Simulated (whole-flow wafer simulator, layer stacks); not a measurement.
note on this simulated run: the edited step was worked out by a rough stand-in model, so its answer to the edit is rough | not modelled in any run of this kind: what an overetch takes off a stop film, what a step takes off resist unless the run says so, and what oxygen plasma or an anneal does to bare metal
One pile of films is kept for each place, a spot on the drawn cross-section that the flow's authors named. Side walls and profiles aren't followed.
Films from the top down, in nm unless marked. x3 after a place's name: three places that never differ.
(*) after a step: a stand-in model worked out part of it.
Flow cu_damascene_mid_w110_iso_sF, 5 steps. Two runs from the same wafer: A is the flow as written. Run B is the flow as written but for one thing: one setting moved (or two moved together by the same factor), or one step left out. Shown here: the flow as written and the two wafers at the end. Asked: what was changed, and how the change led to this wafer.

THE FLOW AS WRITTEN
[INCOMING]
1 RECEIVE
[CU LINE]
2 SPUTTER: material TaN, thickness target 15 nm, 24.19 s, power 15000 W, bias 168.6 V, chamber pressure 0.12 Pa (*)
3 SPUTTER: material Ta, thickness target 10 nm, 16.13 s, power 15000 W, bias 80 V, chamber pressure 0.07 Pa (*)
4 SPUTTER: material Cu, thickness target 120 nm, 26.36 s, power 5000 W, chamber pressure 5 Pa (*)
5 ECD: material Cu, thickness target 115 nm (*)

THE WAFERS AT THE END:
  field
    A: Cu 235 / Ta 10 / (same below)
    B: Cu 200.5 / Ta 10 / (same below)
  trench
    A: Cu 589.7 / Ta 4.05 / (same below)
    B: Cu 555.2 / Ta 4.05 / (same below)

The cause: step 5, ECD: thickness target 80.5 nm was run, where the flow has thickness target 115 nm.

How the change led to this, step by step:
  5 ECD: material Cu, thickness target 115 nm (*)
      field: A Cu +115 | B Cu +80.5
      trench: A Cu +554 | B Cu +519.5
